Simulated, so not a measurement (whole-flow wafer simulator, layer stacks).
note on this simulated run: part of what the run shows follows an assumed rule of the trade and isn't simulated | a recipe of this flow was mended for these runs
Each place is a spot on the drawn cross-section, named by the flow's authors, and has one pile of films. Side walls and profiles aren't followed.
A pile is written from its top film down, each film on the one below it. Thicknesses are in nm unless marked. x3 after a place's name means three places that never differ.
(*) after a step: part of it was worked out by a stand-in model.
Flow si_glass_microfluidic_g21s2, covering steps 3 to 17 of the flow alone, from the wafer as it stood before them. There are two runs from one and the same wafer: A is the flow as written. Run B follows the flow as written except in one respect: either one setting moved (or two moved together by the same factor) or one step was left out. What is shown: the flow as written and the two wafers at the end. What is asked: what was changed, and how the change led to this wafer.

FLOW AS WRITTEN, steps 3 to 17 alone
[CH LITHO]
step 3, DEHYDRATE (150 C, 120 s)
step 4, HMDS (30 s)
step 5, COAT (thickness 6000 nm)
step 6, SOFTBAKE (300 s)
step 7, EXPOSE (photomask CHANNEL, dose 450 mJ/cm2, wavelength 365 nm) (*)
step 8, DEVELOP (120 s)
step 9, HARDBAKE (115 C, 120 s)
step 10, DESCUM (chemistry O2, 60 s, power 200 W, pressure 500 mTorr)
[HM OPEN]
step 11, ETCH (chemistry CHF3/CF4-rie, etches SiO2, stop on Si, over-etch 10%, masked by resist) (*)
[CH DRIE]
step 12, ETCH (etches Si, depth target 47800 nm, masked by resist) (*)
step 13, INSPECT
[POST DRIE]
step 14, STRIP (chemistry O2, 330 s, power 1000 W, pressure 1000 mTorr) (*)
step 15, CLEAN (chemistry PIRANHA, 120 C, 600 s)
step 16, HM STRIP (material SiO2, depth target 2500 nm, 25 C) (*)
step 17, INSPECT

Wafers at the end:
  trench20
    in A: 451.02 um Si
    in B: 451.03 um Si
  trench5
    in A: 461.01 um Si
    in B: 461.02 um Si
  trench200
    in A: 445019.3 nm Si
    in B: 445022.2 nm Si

What caused this: step 11, ETCH: over-etch 6% was run, though the flow has over-etch 10%.

How this came from the change, step by step:
  step 11, ETCH (chemistry CHF3/CF4-rie, etches SiO2, stop on Si, over-etch 10%, masked by resist) (*)
      trench20, trench5, trench200: A -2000 SiO2 (all of it), -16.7 Si | B -2000 SiO2 (all of it), -10 Si
      land: A -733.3 thick-i-line-resist | B -706.7 thick-i-line-resist
